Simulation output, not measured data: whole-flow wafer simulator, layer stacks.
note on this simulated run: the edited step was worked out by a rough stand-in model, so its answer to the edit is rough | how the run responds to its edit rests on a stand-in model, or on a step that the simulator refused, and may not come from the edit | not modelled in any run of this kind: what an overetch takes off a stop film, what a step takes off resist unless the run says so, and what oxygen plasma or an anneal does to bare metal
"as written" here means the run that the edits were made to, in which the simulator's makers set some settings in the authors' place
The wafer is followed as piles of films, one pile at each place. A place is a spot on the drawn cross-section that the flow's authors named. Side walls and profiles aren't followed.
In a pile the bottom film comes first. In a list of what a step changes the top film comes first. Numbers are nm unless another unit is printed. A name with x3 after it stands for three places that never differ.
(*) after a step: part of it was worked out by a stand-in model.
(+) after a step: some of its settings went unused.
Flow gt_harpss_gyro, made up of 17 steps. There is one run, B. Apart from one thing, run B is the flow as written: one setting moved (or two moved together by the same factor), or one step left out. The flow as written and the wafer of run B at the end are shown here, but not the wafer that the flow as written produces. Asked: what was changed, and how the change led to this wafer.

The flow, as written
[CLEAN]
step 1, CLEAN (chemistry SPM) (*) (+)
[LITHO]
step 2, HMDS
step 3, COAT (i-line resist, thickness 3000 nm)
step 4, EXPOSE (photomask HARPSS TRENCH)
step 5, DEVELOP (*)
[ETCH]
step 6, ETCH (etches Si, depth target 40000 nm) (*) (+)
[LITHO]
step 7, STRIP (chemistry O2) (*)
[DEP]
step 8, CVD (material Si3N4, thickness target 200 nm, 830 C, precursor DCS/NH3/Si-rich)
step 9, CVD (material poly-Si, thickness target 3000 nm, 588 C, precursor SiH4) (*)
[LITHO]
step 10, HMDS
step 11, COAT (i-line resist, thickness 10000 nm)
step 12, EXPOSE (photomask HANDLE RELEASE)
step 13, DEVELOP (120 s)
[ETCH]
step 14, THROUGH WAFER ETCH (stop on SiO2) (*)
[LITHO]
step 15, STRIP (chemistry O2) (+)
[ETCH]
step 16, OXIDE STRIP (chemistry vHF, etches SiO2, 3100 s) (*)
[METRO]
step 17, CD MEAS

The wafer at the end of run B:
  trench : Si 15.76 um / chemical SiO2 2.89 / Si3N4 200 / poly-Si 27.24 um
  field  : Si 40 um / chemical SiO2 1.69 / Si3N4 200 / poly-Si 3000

The reason: step 6, ETCH: depth target 24240 nm was run, whereas the flow has depth target 40000 nm.

How this came from the change, step by step:
  step 6, ETCH (etches Si, depth target 40000 nm) (*) (+)
      trench: -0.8 chemical SiO2 (all of it), -24.24 um Si (in the flow as written it would be: -0.8 chemical SiO2 (all of it), -40 um Si (all of it))
      field: -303 i-line resist (in the flow as written it would be: -500 i-line resist)
  step 7, STRIP (chemistry O2) (*)
      trench: +2.89 chemical SiO2 (new film), -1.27 Si (in the flow as written it would be: nothing)
      field: -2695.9 i-line resist (all of it), +0.89 chemical SiO2, -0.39 Si (in the flow as written it would be: -2498.9 i-line resist (all of it), +0.87 chemical SiO2, -0.38 Si)
  step 8, CVD (material Si3N4, thickness target 200 nm, 830 C, precursor DCS/NH3/Si-rich)
      trench: +200 Si3N4 (new film) (in the flow as written it would be: +195.9 Si3N4 (new film))
  step 9, CVD (material poly-Si, thickness target 3000 nm, 588 C, precursor SiH4) (*)
      trench: +27.24 um poly-Si (new film) (in the flow as written it would be: +43.01 um poly-Si (new film))
